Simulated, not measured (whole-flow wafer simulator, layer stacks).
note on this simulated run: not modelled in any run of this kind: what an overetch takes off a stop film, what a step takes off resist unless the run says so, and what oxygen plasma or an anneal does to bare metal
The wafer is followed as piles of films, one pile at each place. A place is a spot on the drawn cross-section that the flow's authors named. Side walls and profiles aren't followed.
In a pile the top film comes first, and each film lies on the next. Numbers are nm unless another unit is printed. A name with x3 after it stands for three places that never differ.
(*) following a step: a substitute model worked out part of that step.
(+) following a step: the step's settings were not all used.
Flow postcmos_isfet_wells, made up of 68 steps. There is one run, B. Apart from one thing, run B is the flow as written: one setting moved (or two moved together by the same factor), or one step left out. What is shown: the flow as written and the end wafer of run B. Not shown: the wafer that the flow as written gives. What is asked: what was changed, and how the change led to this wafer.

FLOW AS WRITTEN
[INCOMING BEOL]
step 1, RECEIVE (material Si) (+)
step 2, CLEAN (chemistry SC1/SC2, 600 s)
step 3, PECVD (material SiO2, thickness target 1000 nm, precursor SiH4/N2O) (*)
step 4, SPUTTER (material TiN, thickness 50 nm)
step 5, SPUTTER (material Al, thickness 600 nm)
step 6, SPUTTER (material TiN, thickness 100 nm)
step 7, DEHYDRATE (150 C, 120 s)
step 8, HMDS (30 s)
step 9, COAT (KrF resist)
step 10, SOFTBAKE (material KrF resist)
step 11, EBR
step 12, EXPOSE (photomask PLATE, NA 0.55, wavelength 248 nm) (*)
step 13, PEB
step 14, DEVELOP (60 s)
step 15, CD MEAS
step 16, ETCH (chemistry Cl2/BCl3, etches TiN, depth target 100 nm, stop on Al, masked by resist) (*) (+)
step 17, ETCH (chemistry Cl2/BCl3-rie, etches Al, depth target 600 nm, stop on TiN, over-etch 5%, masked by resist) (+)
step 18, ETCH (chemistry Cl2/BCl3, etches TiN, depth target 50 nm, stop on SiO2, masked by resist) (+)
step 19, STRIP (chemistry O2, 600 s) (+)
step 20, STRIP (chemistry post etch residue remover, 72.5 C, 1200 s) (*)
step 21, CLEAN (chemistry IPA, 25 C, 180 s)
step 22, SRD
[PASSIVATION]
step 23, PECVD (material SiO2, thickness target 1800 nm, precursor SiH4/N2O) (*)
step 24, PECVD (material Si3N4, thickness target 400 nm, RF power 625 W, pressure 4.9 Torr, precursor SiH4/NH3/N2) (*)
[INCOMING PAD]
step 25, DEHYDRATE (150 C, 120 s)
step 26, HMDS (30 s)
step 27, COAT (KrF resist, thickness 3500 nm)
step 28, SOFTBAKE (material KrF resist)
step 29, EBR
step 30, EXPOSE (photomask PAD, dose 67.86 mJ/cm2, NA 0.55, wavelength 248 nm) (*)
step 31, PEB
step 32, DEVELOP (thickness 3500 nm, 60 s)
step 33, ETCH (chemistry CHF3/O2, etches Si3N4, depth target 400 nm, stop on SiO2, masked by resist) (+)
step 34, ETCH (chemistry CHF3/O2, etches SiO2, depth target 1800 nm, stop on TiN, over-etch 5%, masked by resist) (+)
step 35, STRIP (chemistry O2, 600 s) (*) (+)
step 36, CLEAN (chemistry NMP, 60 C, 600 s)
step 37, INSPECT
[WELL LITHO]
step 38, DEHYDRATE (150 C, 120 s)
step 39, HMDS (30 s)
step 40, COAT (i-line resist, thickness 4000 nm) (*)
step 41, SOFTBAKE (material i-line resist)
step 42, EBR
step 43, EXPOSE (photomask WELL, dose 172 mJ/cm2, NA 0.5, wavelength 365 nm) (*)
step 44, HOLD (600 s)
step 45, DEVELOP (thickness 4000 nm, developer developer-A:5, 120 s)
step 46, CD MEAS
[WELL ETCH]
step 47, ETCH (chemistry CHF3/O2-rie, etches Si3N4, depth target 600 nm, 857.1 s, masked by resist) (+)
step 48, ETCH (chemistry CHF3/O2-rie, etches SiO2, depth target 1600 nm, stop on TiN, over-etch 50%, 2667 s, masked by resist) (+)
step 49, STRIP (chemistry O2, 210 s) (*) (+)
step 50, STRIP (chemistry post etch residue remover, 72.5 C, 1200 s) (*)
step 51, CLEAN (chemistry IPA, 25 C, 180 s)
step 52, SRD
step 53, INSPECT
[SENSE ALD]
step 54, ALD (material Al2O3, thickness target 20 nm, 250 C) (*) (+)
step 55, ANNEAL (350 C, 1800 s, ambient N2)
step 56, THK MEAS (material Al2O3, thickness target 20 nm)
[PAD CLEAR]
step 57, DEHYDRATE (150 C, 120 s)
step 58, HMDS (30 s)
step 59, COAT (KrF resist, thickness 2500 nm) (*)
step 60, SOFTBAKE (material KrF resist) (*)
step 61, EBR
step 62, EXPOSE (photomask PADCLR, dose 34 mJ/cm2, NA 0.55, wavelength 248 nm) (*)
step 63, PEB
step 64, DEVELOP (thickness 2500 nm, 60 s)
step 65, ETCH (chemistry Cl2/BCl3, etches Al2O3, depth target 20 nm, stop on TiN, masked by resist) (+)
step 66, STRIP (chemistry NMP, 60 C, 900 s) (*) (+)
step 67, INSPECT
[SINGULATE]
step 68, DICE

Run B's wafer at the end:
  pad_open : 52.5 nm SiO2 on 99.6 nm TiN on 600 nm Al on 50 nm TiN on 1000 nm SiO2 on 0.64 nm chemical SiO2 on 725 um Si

The reason: step 33, ETCH: depth target 350 nm was run, though the flow has depth target 400 nm.

How this came from the change, step by step:
  step 33, ETCH (chemistry CHF3/O2, etches Si3N4, depth target 400 nm, stop on SiO2, masked by resist) (+)
      pad_open: -350 Si3N4 (in the flow as written it would be: -400 Si3N4 (all of it))
      field, margin, well900, well1300 x3, pad_rim, pad_clr: -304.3 KrF resist (in the flow as written it would be: -347.8 KrF resist)
  step 34, ETCH (chemistry CHF3/O2, etches SiO2, depth target 1800 nm, stop on TiN, over-etch 5%, masked by resist) (+)
      pad_open: -50 Si3N4 (all of it), -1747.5 SiO2 (in the flow as written it would be: -1800 SiO2 (all of it))
  step 35, STRIP (chemistry O2, 600 s) (*) (+)
      field, margin, well900, well1300 x3, pad_rim, pad_clr: -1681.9 KrF resist (all of it) (in the flow as written it would be: -1638.4 KrF resist (all of it))
  step 41, SOFTBAKE (material i-line resist)
      pad_clr: -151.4 i-line resist (in the flow as written it would be: -156.7 i-line resist)
